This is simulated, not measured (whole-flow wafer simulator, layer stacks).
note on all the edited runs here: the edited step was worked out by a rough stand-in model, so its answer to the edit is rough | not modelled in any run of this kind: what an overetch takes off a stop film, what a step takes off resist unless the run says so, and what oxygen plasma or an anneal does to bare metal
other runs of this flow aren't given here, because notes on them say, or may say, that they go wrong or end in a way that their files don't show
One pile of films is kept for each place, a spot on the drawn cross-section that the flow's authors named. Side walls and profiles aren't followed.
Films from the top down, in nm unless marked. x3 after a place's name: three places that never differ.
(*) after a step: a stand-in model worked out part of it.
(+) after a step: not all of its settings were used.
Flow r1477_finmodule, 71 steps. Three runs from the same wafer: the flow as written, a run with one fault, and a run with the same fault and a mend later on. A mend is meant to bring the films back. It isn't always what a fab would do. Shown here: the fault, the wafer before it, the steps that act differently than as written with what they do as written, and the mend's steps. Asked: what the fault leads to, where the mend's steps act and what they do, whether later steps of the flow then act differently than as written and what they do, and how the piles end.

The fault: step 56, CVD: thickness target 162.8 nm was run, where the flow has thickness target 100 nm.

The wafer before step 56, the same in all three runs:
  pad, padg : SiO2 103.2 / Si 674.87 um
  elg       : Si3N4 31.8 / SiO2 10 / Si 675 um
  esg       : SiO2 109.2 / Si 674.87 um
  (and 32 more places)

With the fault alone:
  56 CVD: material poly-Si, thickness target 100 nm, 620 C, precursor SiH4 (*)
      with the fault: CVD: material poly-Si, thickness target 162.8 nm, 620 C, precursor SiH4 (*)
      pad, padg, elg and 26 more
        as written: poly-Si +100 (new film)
        with the fault: poly-Si +162.8 (new film)
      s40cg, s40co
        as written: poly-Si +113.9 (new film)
        with the fault: poly-Si +177.5 (new film)
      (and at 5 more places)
  Later steps of the flow that act differently than as written (2 more steps differ only slightly, by at most 2% or 0.5 nm, whichever is larger, and aren't shown):
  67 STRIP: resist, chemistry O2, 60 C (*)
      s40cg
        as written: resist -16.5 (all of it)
        with the fault: resist -15.8 (all of it)
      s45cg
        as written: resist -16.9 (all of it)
        with the fault: resist -16.1 (all of it)
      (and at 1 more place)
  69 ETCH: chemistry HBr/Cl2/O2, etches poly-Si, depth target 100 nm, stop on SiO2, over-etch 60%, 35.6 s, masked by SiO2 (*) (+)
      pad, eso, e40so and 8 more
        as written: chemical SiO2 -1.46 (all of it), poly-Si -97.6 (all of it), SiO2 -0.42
        with the fault: chemical SiO2 -1.46 (all of it), poly-Si -160
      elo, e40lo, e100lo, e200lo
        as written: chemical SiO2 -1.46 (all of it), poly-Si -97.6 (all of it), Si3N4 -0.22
        with the fault: chemical SiO2 -1.46 (all of it), poly-Si -160
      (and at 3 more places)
  At the end the piles differ from the flow's by more than 2% or 0.5 nm, whichever is larger, at padg, elg, esg and 18 more.
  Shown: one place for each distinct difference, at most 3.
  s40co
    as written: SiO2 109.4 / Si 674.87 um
    with the fault: poly-Si 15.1 / SiO2 109.6 / Si 674.87 um
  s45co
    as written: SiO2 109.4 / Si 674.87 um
    with the fault: poly-Si 14.7 / SiO2 109.6 / Si 674.87 um
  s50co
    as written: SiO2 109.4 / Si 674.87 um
    with the fault: poly-Si 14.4 / SiO2 109.6 / Si 674.87 um

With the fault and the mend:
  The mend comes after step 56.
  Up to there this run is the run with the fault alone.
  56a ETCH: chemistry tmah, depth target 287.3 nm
      pad, padg, elg and 26 more
        poly-Si -162.8 (all of it)
      s40cg, s40co
        poly-Si -177.5 (all of it)
      s45cg, s45co
        poly-Si -177.2 (all of it)
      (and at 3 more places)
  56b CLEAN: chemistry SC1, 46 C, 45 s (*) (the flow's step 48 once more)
      s40sg_line, s45sg_line, s50sg_line, s40so_line, s45so_line, s50so_line
        SiO2 -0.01
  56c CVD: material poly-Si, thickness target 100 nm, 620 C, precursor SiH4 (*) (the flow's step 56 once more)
      pad, padg, elg and 26 more
        poly-Si +100 (new film)
      s40cg, s40co
        poly-Si +113.9 (new film)
      s45cg, s45co
        poly-Si +113.4 (new film)
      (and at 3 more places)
  No later step of the flow acts differently than as written, at any place that is followed, by more than 2% or 0.5 nm, whichever is larger.
  At the end the piles differ from the flow's only slightly at the places that both follow, by at most 2% or 0.5 nm, whichever is larger.
